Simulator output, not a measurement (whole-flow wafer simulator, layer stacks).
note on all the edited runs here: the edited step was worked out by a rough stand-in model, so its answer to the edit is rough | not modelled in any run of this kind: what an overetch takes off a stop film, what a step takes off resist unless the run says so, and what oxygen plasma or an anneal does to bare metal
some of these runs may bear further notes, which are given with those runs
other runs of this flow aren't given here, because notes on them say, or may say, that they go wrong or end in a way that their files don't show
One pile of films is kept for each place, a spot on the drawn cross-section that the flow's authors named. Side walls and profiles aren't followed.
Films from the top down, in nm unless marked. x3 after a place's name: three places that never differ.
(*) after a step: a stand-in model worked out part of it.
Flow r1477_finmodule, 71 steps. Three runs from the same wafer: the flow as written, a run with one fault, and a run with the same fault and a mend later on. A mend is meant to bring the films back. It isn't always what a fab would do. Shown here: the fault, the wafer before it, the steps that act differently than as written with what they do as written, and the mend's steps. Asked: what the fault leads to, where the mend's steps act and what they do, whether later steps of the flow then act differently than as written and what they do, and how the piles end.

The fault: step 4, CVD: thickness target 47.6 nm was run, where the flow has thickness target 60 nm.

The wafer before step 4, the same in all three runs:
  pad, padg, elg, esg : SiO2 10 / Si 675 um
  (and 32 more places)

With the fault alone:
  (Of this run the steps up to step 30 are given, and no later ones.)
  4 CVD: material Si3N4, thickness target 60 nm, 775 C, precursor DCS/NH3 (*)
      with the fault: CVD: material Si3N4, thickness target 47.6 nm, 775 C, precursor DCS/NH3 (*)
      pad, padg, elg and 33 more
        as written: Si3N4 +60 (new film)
        with the fault: Si3N4 +47.6 (new film)
  No later step of the flow up to step 30 acts differently than as written at any place that is followed.
  After step 30 the piles differ from the flow's by more than 2% or 0.5 nm, whichever is larger, at pad, padg, elg and 33 more.
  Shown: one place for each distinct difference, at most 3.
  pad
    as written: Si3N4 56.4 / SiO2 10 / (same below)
    with the fault: Si3N4 44 / SiO2 10 / (same below)
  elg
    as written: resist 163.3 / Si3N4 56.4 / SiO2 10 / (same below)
    with the fault: resist 163.3 / Si3N4 44 / SiO2 10 / (same below)
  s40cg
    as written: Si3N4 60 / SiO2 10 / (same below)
    with the fault: Si3N4 47.6 / SiO2 10 / (same below)

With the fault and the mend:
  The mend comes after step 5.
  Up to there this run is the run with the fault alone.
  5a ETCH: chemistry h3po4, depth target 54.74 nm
      pad, padg, elg and 33 more
        Si3N4 -47.6 (all of it)
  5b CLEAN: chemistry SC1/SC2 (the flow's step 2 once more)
      changes no film at any place that is followed
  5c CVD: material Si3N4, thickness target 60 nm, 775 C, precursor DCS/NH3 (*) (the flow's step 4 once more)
      pad, padg, elg and 33 more
        Si3N4 +60 (new film)
  No later step of the flow acts differently than as written at any place that is followed.
  At the end the piles are the same as the flow's at every place that both follow.
